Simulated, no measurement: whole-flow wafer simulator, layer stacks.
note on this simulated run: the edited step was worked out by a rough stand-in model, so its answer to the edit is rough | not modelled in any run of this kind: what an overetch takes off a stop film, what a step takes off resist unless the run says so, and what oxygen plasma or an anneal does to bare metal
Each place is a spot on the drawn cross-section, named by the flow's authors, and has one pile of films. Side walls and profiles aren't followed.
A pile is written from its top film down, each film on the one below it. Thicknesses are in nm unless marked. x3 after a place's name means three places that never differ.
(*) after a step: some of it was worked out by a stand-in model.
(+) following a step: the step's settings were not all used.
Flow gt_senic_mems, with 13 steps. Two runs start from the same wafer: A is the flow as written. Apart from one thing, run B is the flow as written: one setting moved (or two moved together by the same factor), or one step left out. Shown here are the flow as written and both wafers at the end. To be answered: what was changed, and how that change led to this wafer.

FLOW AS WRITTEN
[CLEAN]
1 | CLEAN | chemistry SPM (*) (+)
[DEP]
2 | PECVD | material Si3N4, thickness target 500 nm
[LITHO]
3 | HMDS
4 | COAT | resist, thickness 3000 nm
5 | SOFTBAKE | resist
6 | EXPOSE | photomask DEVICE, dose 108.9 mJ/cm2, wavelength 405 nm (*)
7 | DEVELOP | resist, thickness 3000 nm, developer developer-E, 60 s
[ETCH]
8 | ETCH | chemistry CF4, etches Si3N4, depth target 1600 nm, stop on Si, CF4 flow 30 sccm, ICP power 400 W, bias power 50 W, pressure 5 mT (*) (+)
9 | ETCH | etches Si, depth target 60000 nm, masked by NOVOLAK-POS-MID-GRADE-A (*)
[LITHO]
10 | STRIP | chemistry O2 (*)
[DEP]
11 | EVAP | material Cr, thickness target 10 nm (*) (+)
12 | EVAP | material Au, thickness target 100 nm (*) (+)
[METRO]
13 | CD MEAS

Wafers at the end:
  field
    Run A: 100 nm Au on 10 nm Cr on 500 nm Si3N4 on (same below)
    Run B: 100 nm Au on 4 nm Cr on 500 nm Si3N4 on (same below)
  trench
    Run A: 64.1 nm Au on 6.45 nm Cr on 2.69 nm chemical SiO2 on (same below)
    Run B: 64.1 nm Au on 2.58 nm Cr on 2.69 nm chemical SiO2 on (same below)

What caused this: step 11, EVAP: thickness target 4 nm was run, though the flow has thickness target 10 nm.
The wafer itself shows it: field has Cr 4, and step 11 as written asks for 10 nm.

Step by step, how the change led to this:
  11 | EVAP | material Cr, thickness target 10 nm (*) (+)
      field: A +10 Cr (new film) | B +4 Cr (new film)
      trench: A +6.45 Cr (new film) | B +2.58 Cr (new film)
